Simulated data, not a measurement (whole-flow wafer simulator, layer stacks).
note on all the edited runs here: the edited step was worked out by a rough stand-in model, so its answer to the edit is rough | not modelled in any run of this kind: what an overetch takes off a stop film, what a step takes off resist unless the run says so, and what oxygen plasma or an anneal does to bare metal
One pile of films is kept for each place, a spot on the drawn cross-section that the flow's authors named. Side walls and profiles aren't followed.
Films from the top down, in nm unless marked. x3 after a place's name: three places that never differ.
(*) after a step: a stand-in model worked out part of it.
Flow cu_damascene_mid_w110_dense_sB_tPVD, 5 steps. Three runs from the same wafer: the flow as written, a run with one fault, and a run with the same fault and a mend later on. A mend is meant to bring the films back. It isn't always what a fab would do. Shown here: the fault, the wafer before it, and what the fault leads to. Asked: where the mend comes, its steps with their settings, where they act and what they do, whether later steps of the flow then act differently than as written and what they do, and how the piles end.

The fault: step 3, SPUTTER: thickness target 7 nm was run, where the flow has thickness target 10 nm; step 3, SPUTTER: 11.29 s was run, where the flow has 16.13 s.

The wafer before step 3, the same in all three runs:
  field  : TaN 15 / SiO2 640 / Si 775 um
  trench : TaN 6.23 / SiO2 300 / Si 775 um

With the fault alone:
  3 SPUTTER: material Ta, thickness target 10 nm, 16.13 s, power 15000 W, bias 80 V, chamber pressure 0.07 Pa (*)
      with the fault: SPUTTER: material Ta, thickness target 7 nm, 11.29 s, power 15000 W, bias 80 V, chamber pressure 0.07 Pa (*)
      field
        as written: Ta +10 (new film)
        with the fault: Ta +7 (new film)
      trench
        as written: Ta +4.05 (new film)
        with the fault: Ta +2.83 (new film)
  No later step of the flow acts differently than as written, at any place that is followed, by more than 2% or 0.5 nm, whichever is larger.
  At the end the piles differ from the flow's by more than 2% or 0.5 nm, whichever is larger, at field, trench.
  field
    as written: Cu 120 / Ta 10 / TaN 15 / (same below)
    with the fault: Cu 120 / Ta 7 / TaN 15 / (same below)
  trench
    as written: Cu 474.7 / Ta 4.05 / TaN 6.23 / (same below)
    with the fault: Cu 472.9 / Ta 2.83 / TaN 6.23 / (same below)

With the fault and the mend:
  The mend comes after step 3.
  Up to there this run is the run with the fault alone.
  3a SPUTTER: material Ta, thickness target 3 nm, 4.839 s, power 15000 W, bias 80 V, chamber pressure 0.07 Pa (*) (the flow's step 3 once more, with other settings)
      field
        Ta +3
      trench
        Ta +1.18
  No later step of the flow acts differently than as written, at any place that is followed, by more than 2% or 0.5 nm, whichever is larger.
  At the end the piles differ from the flow's only slightly at the places that both follow, by at most 2% or 0.5 nm, whichever is larger.
